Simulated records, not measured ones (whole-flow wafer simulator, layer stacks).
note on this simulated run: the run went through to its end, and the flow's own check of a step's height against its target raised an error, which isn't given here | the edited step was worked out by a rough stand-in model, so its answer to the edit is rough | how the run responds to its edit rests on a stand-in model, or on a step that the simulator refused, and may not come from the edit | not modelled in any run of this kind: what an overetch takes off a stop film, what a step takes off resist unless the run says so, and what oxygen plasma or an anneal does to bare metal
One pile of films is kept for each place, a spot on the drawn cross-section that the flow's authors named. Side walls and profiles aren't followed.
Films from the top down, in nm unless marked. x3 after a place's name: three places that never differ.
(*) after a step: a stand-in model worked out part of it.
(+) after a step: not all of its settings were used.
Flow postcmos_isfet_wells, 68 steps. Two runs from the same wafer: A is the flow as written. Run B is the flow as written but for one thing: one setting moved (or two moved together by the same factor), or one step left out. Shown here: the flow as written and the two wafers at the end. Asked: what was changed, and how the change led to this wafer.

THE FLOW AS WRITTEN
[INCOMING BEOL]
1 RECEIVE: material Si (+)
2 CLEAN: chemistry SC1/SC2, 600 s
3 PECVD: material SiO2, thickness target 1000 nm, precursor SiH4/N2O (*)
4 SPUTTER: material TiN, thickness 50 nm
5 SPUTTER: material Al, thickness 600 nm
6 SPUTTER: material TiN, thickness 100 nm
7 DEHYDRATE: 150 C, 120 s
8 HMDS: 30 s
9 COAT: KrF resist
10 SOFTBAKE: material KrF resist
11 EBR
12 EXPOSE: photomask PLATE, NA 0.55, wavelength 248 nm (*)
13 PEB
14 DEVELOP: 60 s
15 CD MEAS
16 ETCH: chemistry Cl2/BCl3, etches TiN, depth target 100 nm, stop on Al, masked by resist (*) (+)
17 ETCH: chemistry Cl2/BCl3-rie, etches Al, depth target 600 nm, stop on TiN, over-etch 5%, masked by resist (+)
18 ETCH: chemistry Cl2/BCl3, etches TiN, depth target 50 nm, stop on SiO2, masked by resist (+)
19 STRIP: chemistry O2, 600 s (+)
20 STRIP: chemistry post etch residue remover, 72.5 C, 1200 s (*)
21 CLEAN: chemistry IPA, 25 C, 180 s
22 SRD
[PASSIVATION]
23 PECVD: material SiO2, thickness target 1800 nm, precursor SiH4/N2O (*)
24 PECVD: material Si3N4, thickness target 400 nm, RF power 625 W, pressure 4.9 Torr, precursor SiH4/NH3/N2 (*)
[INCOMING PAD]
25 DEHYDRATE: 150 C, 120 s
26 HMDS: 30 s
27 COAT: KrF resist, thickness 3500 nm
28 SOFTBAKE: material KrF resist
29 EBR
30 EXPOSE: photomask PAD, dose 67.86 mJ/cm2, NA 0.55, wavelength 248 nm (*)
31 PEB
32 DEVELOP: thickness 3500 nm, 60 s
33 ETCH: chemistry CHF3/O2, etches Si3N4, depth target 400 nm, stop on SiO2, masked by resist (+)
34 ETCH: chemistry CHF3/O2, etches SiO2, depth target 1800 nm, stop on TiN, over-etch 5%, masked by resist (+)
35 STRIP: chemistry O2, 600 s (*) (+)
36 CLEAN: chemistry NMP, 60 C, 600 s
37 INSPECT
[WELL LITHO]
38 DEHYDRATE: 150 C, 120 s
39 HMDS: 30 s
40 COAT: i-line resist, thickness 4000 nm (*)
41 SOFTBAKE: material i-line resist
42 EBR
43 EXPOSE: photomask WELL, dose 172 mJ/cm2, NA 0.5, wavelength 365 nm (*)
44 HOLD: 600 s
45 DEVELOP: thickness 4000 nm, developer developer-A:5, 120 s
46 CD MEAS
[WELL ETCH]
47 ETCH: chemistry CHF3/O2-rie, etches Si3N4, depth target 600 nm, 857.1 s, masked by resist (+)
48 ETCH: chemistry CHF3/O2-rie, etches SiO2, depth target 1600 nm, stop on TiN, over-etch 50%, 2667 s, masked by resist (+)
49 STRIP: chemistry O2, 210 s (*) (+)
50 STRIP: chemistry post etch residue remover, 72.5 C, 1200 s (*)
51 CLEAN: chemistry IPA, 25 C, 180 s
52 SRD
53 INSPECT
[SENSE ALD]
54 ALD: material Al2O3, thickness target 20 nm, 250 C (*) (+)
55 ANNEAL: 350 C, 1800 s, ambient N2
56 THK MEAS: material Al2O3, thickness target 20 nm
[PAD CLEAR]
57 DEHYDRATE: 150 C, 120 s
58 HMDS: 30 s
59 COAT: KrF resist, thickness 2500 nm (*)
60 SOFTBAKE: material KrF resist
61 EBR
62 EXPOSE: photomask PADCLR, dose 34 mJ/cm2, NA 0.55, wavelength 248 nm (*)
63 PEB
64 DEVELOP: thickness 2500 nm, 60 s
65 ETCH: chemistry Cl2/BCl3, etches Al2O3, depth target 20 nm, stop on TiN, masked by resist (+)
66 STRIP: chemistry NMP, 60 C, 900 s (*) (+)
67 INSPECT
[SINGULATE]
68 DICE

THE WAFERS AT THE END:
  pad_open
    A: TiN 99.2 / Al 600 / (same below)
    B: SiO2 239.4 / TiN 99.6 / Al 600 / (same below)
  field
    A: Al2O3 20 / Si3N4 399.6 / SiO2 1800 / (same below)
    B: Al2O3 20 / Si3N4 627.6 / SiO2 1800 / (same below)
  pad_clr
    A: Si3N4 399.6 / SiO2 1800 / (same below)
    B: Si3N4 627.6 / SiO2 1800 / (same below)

The cause: step 24, PECVD: thickness target 628 nm was run, where the flow has thickness target 400 nm.

How the change led to this, step by step:
  24 PECVD: material Si3N4, thickness target 400 nm, RF power 625 W, pressure 4.9 Torr, precursor SiH4/NH3/N2 (*)
      field, margin, well900, well1300 x3, pad_rim, pad_clr, pad_open: A Si3N4 +400 (new film) | B Si3N4 +628 (new film)
  33 ETCH: chemistry CHF3/O2, etches Si3N4, depth target 400 nm, stop on SiO2, masked by resist (+)
      pad_open: A Si3N4 -400 (all of it) | B Si3N4 -400
  34 ETCH: chemistry CHF3/O2, etches SiO2, depth target 1800 nm, stop on TiN, over-etch 5%, masked by resist (+)
      pad_open: A SiO2 -1800 (all of it) | B Si3N4 -228 (all of it), SiO2 -1560.6
  47 ETCH: chemistry CHF3/O2-rie, etches Si3N4, depth target 600 nm, 857.1 s, masked by resist (+)
      well900, well1300 x3: A Si3N4 -400 (all of it), SiO2 -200 | B Si3N4 -600
  48 ETCH: chemistry CHF3/O2-rie, etches SiO2, depth target 1600 nm, stop on TiN, over-etch 50%, 2667 s, masked by resist (+)
      well900, well1300 x3: A SiO2 -1600 (all of it) | B Si3N4 -28 (all of it), SiO2 -1800 (all of it)
  59 COAT: KrF resist, thickness 2500 nm (*)
      field: A KrF resist +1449 (new film) | B KrF resist +1340.1 (new film)
      margin: A KrF resist +1448.9 (new film) | B KrF resist +1340 (new film)
  63 PEB
      field, margin: A KrF resist -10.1 | B KrF resist -9.32
  66 STRIP: chemistry NMP, 60 C, 900 s (*) (+)
      field: A KrF resist -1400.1 (all of it) | B KrF resist -1292 (all of it)
      margin: A KrF resist -1400.1 (all of it) | B KrF resist -1291.9 (all of it)
